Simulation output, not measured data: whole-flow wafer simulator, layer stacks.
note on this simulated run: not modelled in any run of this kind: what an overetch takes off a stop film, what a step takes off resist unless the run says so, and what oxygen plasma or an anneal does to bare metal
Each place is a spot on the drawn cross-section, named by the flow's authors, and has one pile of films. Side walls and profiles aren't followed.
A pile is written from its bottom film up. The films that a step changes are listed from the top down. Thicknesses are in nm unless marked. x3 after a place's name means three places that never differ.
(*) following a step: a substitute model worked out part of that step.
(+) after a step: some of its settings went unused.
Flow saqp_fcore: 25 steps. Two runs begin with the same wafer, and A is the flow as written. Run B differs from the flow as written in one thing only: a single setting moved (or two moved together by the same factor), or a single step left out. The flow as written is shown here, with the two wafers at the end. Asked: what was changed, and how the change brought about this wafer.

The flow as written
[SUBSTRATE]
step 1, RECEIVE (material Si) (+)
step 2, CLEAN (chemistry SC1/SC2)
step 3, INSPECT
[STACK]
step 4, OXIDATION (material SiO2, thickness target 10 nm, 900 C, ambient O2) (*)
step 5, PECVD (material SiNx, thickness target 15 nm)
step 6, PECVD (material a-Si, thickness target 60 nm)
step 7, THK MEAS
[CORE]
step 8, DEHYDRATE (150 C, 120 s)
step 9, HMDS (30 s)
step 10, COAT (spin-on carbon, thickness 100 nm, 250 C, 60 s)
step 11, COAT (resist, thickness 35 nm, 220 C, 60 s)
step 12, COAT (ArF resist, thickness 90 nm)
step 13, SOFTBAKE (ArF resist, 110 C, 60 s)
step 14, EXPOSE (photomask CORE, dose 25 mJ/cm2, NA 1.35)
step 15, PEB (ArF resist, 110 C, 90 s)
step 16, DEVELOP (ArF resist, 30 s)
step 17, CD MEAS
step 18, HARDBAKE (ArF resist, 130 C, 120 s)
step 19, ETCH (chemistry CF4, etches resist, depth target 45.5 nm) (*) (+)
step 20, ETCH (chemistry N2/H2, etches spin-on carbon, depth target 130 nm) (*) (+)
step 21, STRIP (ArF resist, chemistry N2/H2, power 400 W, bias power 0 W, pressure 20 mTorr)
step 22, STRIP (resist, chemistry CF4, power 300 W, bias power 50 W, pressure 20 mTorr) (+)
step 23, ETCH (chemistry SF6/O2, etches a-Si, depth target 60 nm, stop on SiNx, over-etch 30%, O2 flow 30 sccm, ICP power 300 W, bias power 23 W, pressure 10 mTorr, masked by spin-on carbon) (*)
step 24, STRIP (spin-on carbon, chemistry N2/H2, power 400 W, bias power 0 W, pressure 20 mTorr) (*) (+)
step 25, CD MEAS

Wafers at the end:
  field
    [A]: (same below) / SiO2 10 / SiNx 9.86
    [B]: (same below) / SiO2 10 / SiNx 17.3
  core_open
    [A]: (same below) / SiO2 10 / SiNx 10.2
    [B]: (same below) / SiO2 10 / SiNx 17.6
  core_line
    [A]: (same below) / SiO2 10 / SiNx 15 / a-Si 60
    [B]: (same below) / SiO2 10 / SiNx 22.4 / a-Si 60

What caused this: step 5, PECVD: thickness target 22.4 nm was run, while the flow as written has thickness target 15 nm.
One can read it off the wafer: core_line has SiNx 22.4, and step 5 as written asks for 15 nm.

How this came from the change, step by step:
  step 5, PECVD (material SiNx, thickness target 15 nm)
      field, core_open, core_line: A +15 SiNx (new film) | B +22.4 SiNx (new film)
